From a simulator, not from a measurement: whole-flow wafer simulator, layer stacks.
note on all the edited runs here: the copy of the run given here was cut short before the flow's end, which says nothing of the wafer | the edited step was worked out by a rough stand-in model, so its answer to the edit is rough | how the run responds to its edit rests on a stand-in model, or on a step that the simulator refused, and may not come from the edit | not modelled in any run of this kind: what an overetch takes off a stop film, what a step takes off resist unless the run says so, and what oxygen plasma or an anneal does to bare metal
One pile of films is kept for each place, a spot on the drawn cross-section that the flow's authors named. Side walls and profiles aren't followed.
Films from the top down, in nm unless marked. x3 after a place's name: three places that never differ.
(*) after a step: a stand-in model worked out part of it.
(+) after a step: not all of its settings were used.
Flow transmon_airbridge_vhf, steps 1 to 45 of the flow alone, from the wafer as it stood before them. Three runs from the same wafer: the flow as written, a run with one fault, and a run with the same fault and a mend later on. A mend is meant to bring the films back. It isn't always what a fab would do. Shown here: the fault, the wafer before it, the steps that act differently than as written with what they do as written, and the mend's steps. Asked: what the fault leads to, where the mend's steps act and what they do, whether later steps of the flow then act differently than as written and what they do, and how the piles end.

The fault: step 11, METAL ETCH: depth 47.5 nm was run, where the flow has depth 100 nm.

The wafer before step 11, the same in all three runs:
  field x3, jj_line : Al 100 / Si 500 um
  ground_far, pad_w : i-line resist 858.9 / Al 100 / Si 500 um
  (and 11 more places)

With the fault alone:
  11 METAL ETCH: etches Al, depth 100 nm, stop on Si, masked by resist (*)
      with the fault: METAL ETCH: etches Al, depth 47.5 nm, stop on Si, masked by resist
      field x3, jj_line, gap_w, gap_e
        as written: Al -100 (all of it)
        with the fault: Al -47.5
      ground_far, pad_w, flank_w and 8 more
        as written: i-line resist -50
        with the fault: i-line resist -23.8
  Later steps of the flow that act differently than as written (10 more steps differ only slightly, by at most 2% or 0.5 nm, whichever is larger, and aren't shown):
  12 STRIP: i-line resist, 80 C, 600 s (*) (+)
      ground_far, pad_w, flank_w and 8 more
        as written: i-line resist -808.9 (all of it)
        with the fault: i-line resist -835.2 (all of it)
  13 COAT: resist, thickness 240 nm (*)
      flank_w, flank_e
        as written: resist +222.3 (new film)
        with the fault: resist +230.7 (new film)
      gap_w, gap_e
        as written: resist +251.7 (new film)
        with the fault: resist +246 (new film)
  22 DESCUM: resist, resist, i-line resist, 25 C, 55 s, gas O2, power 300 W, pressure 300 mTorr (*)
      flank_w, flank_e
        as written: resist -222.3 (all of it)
        with the fault: resist -230.7 (all of it)
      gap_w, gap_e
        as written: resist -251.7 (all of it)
        with the fault: resist -246 (all of it)
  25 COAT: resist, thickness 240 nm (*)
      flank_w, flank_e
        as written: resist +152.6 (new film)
        with the fault: resist +159 (new film)
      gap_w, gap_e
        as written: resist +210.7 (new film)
        with the fault: resist +205 (new film)
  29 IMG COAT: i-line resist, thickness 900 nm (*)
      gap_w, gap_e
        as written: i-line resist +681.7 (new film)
        with the fault: i-line resist +667.9 (new film)
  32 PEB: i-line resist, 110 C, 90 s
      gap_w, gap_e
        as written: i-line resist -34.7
        with the fault: i-line resist -34
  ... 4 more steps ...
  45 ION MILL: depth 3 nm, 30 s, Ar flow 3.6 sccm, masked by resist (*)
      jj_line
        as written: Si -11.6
        with the fault: Al -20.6
  At the end the piles differ from the flow's by more than 2% or 0.5 nm, whichever is larger, at field x3, jj_line, gap_w, gap_e.
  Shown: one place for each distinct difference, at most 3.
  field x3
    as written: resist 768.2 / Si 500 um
    with the fault: resist 768.2 / Al 52.5 / Si 500 um
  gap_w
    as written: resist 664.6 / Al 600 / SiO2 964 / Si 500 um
    with the fault: resist 650.5 / Al 600 / SiO2 964 / Al 52.5 / Si 500 um
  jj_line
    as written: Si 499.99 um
    with the fault: Al 31.9 / Si 500 um

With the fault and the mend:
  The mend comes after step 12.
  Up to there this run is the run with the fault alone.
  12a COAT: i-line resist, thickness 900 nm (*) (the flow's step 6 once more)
      field x3, jj_line, trace_open_s x2, margin_s, bridge_strip, margin_n
        i-line resist +900 (new film)
      pad_w, pad_e
        i-line resist +894.2 (new film)
      flank_w, flank_e
        i-line resist +888.9 (new film)
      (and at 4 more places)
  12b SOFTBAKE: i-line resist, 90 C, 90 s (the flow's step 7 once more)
      flank_w, flank_e
        i-line resist -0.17
      gap_w, gap_e
        i-line resist +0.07
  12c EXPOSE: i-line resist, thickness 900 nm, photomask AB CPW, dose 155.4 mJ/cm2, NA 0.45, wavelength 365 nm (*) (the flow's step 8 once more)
      changes no film at any place that is followed
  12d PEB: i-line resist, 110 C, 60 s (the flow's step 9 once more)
      field x3, jj_line, trace_open_s x2, margin_s, bridge_strip, margin_n
        i-line resist -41
      pad_w, pad_e
        i-line resist -40.8
      flank_w, flank_e
        i-line resist -40.5
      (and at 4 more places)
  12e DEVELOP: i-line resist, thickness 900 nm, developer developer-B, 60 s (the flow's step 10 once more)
      ground_far, trace_open_s x2, margin_s, bridge_strip, margin_n
        i-line resist -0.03
      field x3, jj_line
        i-line resist -859 (all of it)
      gap_w, gap_e
        i-line resist -883.7 (all of it)
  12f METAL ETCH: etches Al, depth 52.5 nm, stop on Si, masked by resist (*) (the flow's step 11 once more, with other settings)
      ground_far, pad_w, flank_w and 8 more
        i-line resist -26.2
      field x3, jj_line, gap_w, gap_e
        Al -52.5 (all of it)
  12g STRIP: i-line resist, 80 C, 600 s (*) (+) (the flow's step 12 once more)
      trace_open_s x2, margin_s, bridge_strip, margin_n
        i-line resist -832.7 (all of it)
      pad_w, pad_e
        i-line resist -827.1 (all of it)
      flank_w, flank_e
        i-line resist -821.9 (all of it)
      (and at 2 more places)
  No later step of the flow acts differently than as written at any place that is followed.
  At the end the piles are the same as the flow's at every place that both follow.
